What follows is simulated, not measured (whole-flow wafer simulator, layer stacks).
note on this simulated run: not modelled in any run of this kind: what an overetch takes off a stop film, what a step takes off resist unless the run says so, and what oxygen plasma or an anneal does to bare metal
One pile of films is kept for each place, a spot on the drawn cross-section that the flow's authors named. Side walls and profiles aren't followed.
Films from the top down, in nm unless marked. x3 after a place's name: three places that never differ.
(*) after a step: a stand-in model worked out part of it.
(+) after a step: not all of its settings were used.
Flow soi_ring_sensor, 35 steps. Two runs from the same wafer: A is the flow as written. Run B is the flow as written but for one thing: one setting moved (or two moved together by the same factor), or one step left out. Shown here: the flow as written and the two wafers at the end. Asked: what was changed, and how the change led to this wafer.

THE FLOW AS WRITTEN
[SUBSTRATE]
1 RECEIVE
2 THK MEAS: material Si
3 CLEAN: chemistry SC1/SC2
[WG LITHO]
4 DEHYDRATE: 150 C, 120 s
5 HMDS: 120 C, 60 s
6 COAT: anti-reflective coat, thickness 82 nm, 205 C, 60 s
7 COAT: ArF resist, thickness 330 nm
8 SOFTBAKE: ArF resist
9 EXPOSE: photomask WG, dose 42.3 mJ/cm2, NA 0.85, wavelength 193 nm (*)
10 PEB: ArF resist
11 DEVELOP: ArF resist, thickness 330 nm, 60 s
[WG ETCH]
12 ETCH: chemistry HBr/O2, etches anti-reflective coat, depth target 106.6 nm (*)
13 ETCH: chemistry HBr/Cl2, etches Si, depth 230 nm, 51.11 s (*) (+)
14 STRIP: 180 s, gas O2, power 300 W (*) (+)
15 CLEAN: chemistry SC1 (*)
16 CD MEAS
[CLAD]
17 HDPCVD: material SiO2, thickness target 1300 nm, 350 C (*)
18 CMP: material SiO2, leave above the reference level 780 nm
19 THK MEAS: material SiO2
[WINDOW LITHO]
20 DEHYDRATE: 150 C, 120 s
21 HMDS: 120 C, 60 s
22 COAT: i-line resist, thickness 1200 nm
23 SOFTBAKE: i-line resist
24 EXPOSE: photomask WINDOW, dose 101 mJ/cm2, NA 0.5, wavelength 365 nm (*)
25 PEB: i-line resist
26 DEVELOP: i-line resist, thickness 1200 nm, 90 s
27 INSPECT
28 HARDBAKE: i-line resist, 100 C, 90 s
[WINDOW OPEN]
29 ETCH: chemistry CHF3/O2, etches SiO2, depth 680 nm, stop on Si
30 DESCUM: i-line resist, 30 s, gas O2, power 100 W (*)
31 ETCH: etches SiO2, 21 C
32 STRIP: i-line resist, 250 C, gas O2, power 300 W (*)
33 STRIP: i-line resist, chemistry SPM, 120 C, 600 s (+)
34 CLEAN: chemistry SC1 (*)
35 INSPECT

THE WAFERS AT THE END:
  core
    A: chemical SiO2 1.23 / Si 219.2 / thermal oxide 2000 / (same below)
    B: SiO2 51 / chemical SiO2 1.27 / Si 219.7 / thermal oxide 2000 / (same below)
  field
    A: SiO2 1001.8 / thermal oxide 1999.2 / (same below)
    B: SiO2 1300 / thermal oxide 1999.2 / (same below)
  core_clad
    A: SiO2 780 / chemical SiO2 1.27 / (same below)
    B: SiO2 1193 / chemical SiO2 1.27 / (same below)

The cause: step 18, CMP: leave above the reference level 1193 nm was run, where the flow has leave above the reference level 780 nm.
It can be read off the wafer: core_clad has SiO2 1193, and step 18 as written asks for 780 nm.

How the change led to this, step by step:
  18 CMP: material SiO2, leave above the reference level 780 nm
      gap, window, field, gap_clad: A SiO2 -298.2 | B nothing
      core, core_clad: A SiO2 -520 | B SiO2 -107
  22 COAT: i-line resist, thickness 1200 nm
      core, core_clad: A i-line resist +1200 (new film) | B i-line resist +1100.4 (new film)
  23 SOFTBAKE: i-line resist
      core, core_clad: A nothing | B i-line resist -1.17
      gap, gap_clad: A nothing | B i-line resist -1.48
  25 PEB: i-line resist
      core, core_clad: A i-line resist -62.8 | B i-line resist -57.3
  26 DEVELOP: i-line resist, thickness 1200 nm, 90 s
      core: A i-line resist -1137.2 (all of it) | B i-line resist -1041.9 (all of it)
  31 ETCH: etches SiO2, 21 C
      core: A SiO2 -100 (all of it), chemical SiO2 -1.27 (all of it) | B SiO2 -462
  32 STRIP: i-line resist, 250 C, gas O2, power 300 W (*)
      core: A chemical SiO2 +1.23 (new film), Si -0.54 | B nothing
      core_clad: A i-line resist -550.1 (all of it) | B i-line resist -455.1 (all of it)
